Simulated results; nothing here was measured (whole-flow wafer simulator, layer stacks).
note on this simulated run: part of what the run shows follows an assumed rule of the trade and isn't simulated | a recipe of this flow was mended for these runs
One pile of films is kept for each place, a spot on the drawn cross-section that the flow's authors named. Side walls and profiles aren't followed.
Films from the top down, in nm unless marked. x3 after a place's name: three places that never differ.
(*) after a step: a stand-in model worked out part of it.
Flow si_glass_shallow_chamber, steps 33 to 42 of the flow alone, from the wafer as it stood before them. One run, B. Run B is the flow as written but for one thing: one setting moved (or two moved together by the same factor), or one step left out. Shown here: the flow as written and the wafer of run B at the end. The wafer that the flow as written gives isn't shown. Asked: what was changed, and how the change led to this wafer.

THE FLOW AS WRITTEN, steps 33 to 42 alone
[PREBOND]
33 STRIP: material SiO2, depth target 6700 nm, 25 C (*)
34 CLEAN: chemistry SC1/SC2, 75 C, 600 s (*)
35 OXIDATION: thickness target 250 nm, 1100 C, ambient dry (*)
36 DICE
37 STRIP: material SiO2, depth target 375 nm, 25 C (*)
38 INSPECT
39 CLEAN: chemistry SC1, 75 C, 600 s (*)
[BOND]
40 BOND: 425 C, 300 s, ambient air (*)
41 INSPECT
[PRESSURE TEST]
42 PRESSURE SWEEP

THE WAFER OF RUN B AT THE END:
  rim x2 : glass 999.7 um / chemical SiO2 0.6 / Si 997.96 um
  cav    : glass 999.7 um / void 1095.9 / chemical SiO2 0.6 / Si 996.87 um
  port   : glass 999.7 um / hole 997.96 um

The cause: step 35, OXIDATION: thickness target 482.8 nm was run, where the flow has thickness target 250 nm.

How the change led to this, step by step:
  35 OXIDATION: thickness target 250 nm, 1100 C, ambient dry (*)
      rim x2, cav, septum, ring: SiO2 +482.8 (new film), chemical SiO2 -0.6 (all of it), Si -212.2 (as written it would be: SiO2 +250 (new film), chemical SiO2 -0.6 (all of it), Si -109.7)
  37 STRIP: material SiO2, depth target 375 nm, 25 C (*)
      rim x2, cav, septum, ring: SiO2 -482.8 (all of it) (as written it would be: SiO2 -250 (all of it))
  40 BOND: 425 C, 300 s, ambient air (*)
      port: glass +999.7 um (new film), hole +914.8 (as written it would be: glass +999.7 um (new film), hole +1017.3)
